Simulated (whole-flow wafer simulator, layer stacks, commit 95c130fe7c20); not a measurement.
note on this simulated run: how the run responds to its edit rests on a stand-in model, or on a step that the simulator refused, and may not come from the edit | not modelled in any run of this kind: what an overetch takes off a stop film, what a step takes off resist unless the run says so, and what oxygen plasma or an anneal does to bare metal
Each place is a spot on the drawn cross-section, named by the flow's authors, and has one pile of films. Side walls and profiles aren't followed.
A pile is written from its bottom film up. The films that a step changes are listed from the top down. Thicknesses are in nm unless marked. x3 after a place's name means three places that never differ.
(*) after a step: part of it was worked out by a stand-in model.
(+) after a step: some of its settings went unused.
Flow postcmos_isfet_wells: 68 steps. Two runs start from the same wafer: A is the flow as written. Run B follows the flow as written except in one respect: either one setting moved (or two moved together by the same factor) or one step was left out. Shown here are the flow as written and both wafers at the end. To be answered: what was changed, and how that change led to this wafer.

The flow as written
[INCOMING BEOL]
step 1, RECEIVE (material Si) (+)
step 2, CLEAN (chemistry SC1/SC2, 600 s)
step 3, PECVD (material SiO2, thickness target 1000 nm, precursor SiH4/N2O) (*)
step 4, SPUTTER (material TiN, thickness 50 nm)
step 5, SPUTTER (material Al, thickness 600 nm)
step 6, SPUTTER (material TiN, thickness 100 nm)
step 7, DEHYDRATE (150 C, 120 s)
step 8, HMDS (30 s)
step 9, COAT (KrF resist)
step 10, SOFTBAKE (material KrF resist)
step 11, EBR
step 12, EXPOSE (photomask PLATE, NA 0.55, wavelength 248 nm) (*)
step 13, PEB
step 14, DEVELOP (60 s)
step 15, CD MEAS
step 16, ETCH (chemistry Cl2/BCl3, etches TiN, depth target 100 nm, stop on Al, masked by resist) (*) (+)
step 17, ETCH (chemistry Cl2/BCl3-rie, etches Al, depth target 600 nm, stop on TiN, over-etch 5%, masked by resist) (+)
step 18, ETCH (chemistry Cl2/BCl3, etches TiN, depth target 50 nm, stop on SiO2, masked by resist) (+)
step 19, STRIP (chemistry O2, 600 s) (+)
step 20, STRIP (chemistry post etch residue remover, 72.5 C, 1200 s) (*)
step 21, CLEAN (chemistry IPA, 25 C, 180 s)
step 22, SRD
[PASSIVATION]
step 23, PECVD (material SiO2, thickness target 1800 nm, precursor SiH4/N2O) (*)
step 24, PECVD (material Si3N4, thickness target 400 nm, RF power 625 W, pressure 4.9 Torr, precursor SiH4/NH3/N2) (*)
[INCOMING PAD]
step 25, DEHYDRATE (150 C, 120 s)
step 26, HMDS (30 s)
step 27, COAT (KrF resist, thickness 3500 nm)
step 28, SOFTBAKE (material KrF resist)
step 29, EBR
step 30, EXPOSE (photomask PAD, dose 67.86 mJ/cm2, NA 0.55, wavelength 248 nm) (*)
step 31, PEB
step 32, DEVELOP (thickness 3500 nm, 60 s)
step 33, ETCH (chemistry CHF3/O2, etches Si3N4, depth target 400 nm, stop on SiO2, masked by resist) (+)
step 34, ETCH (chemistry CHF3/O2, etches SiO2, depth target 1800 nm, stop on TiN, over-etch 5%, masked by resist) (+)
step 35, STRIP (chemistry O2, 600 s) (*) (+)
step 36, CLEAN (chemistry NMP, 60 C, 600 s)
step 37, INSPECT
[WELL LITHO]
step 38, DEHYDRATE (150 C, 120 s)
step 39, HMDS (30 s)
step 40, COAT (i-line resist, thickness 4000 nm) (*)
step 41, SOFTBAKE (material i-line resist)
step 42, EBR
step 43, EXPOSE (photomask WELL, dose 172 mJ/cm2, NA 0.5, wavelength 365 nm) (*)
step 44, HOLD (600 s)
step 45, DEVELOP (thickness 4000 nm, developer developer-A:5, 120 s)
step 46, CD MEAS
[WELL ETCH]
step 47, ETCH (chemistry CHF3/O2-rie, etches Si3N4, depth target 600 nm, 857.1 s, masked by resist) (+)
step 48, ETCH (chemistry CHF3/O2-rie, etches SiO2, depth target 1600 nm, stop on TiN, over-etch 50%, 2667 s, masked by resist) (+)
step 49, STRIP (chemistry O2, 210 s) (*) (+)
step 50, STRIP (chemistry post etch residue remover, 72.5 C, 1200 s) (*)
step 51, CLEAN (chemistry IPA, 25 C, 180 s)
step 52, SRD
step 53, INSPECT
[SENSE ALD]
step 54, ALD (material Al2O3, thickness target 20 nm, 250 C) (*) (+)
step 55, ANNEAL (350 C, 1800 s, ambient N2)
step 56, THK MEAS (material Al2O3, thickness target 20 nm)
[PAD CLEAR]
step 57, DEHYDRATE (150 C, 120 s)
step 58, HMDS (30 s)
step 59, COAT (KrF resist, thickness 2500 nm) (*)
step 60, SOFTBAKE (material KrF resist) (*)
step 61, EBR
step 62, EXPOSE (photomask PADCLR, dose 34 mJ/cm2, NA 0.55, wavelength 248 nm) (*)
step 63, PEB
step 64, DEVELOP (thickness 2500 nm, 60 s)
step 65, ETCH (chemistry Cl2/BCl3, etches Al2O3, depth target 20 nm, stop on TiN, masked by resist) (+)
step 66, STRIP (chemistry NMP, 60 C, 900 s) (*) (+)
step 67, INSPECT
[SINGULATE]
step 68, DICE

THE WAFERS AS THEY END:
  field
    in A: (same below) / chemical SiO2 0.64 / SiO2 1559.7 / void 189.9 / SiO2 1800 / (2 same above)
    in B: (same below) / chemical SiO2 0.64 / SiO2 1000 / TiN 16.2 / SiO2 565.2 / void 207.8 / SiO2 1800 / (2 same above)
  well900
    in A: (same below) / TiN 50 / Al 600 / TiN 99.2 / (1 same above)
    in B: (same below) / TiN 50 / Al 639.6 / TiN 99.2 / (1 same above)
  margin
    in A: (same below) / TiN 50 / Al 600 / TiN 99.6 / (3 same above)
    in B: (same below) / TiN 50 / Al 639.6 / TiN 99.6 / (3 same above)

Cause: step 5, SPUTTER: thickness 639.6 nm was run, whereas the flow has thickness 600 nm.
One can read it off the wafer: well900 has Al 639.6, and step 5 as written asks for 600 nm.

Step by step, how the change led to this:
  step 5, SPUTTER (material Al, thickness 600 nm)
      field, margin, well900, well1300 x3, pad_rim, pad_clr, pad_open: A +600 Al (new film) | B +639.6 Al (new film)
  step 17, ETCH (chemistry Cl2/BCl3-rie, etches Al, depth target 600 nm, stop on TiN, over-etch 5%, masked by resist) (+)
      field: A -600 Al (all of it) | B -600 Al
  step 18, ETCH (chemistry Cl2/BCl3, etches TiN, depth target 50 nm, stop on SiO2, masked by resist) (+)
      field: A -50 TiN (all of it) | B -39.6 Al (all of it), -33.4 TiN
  step 23, PECVD (material SiO2, thickness target 1800 nm, precursor SiH4/N2O) (*)
      field: A +1800 SiO2 (new film), +189.9 void (new film), +559.7 SiO2 | B +1800 SiO2 (new film), +207.8 void (new film), +565.2 SiO2 (new film)
Taking metal films that touch as one body, field has 1 body; the flow as written gives 0 bodies.
